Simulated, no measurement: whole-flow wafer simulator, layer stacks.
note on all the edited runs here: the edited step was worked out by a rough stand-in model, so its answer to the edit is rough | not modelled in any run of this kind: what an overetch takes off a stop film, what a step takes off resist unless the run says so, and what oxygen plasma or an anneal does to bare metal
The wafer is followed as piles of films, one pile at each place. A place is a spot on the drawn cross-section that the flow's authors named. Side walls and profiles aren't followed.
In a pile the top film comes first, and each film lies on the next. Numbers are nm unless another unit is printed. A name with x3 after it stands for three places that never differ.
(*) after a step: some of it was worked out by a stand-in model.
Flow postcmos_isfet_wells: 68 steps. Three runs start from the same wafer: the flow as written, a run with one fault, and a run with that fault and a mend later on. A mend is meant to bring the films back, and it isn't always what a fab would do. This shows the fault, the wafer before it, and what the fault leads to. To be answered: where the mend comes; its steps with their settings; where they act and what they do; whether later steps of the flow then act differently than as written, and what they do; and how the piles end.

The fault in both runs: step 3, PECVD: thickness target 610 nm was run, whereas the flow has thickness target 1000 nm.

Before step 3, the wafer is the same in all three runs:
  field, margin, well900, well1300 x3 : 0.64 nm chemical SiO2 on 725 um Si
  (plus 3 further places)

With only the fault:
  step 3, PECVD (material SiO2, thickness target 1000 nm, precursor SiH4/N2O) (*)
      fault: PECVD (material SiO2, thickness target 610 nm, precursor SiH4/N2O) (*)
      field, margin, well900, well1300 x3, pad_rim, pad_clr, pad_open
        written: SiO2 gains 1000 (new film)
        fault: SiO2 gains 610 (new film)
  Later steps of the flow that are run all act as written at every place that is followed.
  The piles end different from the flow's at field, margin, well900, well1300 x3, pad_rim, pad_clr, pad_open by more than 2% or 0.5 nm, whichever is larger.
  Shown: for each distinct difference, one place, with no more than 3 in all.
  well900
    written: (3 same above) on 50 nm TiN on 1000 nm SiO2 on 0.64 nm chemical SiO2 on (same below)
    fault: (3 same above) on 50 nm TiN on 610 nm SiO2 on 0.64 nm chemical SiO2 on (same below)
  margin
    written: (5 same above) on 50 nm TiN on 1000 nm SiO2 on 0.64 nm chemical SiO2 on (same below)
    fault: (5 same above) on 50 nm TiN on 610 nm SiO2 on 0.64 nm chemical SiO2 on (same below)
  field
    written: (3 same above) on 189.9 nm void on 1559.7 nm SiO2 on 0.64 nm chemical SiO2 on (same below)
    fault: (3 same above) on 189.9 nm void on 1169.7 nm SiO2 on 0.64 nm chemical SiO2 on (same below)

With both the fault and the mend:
  After step 3 comes the mend.
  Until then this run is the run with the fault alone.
  step 3a, PECVD (material SiO2, thickness target 390 nm, precursor SiH4/N2O) (*) (the flow's step 3 again, with other settings)
      field, margin, well900, well1300 x3, pad_rim, pad_clr, pad_open
        SiO2 gains 390
  Later steps of the flow that are run all act as written at every place that is followed.
  At every place that both follow, the piles at the end match the flow's.
